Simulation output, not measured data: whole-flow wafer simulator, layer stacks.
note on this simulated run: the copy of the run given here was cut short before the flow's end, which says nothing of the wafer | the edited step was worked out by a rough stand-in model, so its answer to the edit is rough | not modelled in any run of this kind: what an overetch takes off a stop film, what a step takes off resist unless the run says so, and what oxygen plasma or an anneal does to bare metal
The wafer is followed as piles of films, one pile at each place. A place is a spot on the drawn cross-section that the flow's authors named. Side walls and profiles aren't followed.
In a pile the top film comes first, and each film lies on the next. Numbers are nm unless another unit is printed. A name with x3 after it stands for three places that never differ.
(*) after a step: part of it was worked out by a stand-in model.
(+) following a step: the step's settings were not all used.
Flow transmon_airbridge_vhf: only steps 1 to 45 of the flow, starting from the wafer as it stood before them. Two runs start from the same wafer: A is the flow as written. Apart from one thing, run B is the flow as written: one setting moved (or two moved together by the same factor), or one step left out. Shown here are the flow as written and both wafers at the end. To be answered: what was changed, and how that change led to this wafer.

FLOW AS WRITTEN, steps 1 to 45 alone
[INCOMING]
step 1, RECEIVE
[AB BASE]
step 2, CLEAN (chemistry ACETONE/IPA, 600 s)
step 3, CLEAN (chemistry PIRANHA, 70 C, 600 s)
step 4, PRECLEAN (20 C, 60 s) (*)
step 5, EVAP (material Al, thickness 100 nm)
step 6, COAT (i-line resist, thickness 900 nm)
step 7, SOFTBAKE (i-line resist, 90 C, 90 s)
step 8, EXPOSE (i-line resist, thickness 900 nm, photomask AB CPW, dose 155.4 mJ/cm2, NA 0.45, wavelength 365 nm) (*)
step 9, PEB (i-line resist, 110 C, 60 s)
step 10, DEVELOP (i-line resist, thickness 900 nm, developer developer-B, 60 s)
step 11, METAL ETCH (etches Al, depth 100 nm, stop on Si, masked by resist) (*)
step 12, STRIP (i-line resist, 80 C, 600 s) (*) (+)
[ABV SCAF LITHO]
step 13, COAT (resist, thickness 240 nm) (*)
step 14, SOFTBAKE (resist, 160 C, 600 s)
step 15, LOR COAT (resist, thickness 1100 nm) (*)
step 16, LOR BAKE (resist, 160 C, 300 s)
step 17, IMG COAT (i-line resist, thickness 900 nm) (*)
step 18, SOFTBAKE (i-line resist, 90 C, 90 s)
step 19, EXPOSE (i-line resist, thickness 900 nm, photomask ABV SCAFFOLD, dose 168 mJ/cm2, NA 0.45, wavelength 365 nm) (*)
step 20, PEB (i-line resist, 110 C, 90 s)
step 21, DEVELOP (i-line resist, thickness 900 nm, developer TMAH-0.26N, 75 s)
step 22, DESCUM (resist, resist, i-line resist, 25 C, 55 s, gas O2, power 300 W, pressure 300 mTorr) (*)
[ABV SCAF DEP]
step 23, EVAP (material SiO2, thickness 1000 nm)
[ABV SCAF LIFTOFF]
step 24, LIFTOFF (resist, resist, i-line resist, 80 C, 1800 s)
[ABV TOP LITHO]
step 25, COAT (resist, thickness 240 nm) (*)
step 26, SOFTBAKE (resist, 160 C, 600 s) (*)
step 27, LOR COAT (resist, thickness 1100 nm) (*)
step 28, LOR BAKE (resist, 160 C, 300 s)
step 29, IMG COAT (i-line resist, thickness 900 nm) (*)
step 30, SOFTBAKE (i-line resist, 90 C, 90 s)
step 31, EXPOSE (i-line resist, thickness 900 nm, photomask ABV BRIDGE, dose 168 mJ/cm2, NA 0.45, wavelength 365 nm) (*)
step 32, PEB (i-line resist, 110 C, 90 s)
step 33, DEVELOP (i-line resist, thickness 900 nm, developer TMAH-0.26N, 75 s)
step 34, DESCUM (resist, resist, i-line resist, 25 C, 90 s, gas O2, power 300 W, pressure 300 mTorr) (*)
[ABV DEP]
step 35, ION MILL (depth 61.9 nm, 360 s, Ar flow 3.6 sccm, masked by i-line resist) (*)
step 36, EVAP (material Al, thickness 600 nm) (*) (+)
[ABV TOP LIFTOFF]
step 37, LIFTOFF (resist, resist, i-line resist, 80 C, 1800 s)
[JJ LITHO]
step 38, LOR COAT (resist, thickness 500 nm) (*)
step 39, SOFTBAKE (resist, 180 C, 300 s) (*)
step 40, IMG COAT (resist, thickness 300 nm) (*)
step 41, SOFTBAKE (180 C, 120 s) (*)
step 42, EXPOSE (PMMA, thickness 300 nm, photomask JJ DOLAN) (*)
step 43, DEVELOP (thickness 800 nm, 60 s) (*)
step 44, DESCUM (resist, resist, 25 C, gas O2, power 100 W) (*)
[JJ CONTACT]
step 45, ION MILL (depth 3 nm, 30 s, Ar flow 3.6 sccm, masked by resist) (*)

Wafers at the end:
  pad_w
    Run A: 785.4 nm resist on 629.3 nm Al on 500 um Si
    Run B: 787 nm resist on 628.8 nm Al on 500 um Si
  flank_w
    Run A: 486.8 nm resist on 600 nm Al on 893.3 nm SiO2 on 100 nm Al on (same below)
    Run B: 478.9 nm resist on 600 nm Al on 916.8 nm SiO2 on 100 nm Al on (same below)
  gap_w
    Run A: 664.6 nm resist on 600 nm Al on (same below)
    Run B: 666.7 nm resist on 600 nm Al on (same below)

The reason: step 15, LOR COAT: thickness 605 nm was run, while the flow as written has thickness 1100 nm.

The path from the change to this, step by step:
  step 15, LOR COAT (resist, thickness 1100 nm) (*)
      field x3, jj_line, trace_open_s x2, margin_s, bridge_strip, margin_n: A resist gains 1100 | B resist gains 605
      pad_w, pad_e: A resist gains 1090.9 | B resist gains 598.8
      (as well as at 6 more places)
  step 21, DEVELOP (i-line resist, thickness 900 nm, developer TMAH-0.26N, 75 s)
      margin_s, bridge_strip, margin_n: A i-line resist loses 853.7 (all of it), resist loses 1100 | B i-line resist loses 853.7 (all of it), resist loses 605
      flank_w, flank_e: A i-line resist loses 860.9 (all of it), resist loses 1086.4 | B i-line resist loses 858.5 (all of it), resist loses 593.6
      (as well as at 3 more places)
  step 23, EVAP (material SiO2, thickness 1000 nm)
      flank_w, flank_e: A SiO2 gains 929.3 (new film) | B SiO2 gains 952.8 (new film)
  step 24, LIFTOFF (resist, resist, i-line resist, 80 C, 1800 s)
      field x3, jj_line, trace_open_s x2: A SiO2 loses 1000 (all of it), i-line resist loses 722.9 (all of it), resist loses 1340 (all of it) | B SiO2 loses 1000 (all of it), i-line resist loses 722.9 (all of it), resist loses 845 (all of it)
      pad_w, pad_e: A SiO2 loses 1000 (all of it), i-line resist loses 718 (all of it), resist loses 1330.2 (all of it) | B SiO2 loses 1000 (all of it), i-line resist loses 715.9 (all of it), resist loses 838.2 (all of it)
      (as well as at 1 more place)
  step 25, COAT (resist, thickness 240 nm) (*)
      flank_w, flank_e: A resist gains 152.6 (new film) | B resist gains 148.5 (new film)
  step 34, DESCUM (resist, resist, i-line resist, 25 C, 90 s, gas O2, power 300 W, pressure 300 mTorr) (*)
      flank_w, flank_e: A resist loses 152.6 (all of it) | B resist loses 148.5 (all of it)
  step 40, IMG COAT (resist, thickness 300 nm) (*)
      flank_w, flank_e: A resist gains 212.1 | B resist gains 207.2
